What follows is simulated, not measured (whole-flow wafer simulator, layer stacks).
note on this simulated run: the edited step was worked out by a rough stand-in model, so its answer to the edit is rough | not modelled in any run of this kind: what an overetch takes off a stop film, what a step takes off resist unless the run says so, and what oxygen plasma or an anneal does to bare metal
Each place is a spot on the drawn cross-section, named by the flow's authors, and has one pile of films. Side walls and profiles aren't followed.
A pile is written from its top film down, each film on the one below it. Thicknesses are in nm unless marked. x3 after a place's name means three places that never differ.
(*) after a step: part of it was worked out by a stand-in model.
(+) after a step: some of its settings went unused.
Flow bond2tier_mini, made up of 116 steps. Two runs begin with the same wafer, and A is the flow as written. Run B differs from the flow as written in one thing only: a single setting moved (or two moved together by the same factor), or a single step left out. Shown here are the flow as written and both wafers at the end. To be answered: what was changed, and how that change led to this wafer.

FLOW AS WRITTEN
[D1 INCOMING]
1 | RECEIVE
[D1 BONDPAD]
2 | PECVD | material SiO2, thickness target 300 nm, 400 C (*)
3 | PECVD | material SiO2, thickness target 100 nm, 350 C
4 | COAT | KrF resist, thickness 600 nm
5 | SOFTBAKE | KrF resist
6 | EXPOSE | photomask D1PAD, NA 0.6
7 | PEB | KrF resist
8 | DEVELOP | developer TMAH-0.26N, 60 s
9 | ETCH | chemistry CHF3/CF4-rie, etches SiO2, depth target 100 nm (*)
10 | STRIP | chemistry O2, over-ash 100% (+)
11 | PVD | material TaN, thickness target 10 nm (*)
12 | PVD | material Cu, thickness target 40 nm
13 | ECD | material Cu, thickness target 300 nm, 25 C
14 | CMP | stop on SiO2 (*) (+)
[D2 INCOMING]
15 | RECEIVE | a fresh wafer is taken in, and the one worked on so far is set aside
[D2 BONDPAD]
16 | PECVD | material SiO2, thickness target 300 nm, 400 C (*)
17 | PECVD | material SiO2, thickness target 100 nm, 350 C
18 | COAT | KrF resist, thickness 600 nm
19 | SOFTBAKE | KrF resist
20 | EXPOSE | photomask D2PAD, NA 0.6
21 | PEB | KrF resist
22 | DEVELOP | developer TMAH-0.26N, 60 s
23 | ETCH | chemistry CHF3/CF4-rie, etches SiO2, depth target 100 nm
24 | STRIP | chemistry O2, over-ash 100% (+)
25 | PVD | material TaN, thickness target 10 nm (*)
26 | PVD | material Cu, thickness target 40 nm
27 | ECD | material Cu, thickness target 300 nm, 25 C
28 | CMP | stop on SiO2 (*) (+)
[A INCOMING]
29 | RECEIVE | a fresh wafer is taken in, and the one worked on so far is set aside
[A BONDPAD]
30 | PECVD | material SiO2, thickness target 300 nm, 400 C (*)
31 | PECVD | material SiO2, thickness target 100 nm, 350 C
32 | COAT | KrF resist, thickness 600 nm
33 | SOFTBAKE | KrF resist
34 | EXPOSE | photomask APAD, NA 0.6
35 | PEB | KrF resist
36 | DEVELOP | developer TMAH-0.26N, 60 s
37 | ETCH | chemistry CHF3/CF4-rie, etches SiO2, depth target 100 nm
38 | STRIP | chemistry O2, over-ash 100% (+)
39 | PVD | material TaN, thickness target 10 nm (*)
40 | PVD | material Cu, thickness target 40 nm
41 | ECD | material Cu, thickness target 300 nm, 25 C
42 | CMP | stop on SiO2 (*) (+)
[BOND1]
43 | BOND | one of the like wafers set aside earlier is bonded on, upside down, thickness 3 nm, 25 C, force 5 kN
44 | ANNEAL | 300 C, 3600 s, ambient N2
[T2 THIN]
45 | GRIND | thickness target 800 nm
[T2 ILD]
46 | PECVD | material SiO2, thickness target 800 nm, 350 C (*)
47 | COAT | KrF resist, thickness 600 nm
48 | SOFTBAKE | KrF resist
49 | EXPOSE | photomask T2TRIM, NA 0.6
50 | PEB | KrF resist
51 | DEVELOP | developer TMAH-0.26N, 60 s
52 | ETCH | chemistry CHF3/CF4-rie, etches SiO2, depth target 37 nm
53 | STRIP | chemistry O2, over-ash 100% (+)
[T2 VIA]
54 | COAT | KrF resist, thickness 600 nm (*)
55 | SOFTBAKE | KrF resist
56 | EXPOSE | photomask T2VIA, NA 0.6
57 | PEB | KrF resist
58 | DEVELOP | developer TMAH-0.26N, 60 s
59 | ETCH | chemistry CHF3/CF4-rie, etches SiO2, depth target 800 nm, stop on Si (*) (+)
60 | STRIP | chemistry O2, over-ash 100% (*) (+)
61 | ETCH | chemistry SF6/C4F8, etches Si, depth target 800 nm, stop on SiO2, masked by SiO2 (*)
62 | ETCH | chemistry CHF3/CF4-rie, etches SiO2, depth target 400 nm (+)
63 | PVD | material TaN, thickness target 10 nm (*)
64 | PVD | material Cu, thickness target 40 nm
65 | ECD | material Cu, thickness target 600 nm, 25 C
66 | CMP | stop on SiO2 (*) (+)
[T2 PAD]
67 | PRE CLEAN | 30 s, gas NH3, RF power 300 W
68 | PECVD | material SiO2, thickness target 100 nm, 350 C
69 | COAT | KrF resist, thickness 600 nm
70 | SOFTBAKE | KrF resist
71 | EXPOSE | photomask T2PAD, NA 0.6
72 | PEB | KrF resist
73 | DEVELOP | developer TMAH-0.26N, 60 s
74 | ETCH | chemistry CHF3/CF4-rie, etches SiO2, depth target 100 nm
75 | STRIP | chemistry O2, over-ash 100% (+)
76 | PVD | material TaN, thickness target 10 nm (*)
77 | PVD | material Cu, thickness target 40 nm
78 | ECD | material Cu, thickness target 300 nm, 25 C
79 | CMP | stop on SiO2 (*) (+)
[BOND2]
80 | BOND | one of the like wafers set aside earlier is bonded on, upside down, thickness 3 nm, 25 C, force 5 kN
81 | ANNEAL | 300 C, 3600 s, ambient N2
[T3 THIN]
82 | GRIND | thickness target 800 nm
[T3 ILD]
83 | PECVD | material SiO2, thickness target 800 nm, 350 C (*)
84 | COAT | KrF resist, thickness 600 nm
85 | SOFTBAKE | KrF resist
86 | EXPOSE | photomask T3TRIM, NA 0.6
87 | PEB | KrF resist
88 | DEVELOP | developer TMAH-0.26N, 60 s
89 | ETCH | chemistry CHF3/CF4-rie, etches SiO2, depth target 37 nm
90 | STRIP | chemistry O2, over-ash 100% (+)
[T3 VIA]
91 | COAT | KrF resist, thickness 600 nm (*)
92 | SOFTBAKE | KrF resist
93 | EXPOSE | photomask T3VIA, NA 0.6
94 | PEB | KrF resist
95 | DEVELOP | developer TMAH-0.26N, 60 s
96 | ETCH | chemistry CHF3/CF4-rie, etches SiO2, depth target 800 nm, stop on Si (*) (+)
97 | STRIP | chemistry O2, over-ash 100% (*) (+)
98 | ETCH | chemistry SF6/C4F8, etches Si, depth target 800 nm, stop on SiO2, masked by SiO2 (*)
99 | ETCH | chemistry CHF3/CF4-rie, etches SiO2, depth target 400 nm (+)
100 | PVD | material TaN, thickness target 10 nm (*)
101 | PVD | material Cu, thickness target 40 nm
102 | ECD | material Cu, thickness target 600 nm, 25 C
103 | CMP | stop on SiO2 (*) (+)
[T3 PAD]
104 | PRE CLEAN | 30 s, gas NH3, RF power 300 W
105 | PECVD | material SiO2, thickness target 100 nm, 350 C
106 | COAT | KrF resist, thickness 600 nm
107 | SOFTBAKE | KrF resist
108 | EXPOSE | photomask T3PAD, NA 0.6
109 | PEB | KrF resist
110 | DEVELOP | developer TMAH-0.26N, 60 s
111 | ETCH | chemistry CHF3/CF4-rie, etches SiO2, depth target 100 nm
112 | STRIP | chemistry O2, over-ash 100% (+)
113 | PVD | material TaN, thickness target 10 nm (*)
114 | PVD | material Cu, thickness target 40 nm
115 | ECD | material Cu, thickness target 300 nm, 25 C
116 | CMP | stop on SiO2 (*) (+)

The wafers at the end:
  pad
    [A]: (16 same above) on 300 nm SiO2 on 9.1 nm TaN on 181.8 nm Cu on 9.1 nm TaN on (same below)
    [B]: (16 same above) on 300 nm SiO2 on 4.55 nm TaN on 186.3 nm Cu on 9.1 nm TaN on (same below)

What caused this: step 11, PVD: thickness target 5 nm was run, whereas the flow has thickness target 10 nm.

How this came from the change, step by step:
  11 | PVD | material TaN, thickness target 10 nm (*)
      field: A +10 TaN (new film) | B +5 TaN (new film)
      pad: A +9.1 TaN (new film) | B +4.55 TaN (new film)
      (as well as at 1 more place)
  14 | CMP | stop on SiO2 (*) (+)
      field: A -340 Cu (all of it), -10 TaN (all of it) | B -340 Cu (all of it), -5 TaN (all of it)
  43 | BOND | one of the like wafers set aside earlier is bonded on, upside down, thickness 3 nm, 25 C, force 5 kN
      pad: A +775 um Si (new film), +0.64 chemical SiO2 (new film), +300 SiO2 (new film), +9.1 TaN (new film), +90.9 Cu | B +775 um Si (new film), +0.64 chemical SiO2 (new film), +300 SiO2 (new film), +4.55 TaN (new film), +95.4 Cu
      via: A +775 um Si (new film), +0.64 chemical SiO2 (new film), +300 SiO2 (new film), +9.97 TaN (new film), +90 Cu | B +775 um Si (new film), +0.64 chemical SiO2 (new film), +300 SiO2 (new film), +4.99 TaN (new film), +95 Cu
